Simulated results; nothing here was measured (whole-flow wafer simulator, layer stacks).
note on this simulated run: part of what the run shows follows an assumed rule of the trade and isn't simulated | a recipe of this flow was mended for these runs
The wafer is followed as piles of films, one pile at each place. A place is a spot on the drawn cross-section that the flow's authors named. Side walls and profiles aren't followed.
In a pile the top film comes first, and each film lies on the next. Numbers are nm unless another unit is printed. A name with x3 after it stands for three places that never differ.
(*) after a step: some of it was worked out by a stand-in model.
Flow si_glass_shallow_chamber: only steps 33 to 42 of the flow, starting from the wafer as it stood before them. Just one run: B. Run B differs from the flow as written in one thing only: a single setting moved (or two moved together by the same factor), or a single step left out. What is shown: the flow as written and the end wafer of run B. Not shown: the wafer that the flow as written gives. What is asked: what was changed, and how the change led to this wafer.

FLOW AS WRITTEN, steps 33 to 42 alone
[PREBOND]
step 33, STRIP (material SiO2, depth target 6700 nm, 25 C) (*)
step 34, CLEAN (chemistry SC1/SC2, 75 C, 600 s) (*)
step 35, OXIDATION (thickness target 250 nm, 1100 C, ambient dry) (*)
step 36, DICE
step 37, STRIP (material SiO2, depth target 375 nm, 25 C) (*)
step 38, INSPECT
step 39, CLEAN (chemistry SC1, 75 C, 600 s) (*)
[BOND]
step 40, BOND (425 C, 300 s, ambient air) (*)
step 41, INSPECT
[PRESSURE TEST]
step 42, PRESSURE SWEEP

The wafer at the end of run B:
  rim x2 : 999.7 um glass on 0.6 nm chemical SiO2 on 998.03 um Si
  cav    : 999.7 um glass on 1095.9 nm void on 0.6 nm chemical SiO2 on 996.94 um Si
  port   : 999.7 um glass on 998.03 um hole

The reason: step 35, OXIDATION: thickness target 325 nm was run, though the flow has thickness target 250 nm.

The path from the change to this, step by step:
  step 35, OXIDATION (thickness target 250 nm, 1100 C, ambient dry) (*)
      rim x2, cav, septum, ring: SiO2 gains 325 (new film), chemical SiO2 loses 0.6 (all of it), Si loses 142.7 (in the flow as written it would be: SiO2 gains 250 (new film), chemical SiO2 loses 0.6 (all of it), Si loses 109.7)
  step 37, STRIP (material SiO2, depth target 375 nm, 25 C) (*)
      rim x2, cav, septum, ring: SiO2 loses 325 (all of it) (in the flow as written it would be: SiO2 loses 250 (all of it))
  step 40, BOND (425 C, 300 s, ambient air) (*)
      port: glass gains 999.7 um (new film), hole gains 984.3 (in the flow as written it would be: glass gains 999.7 um (new film), hole gains 1017.3)
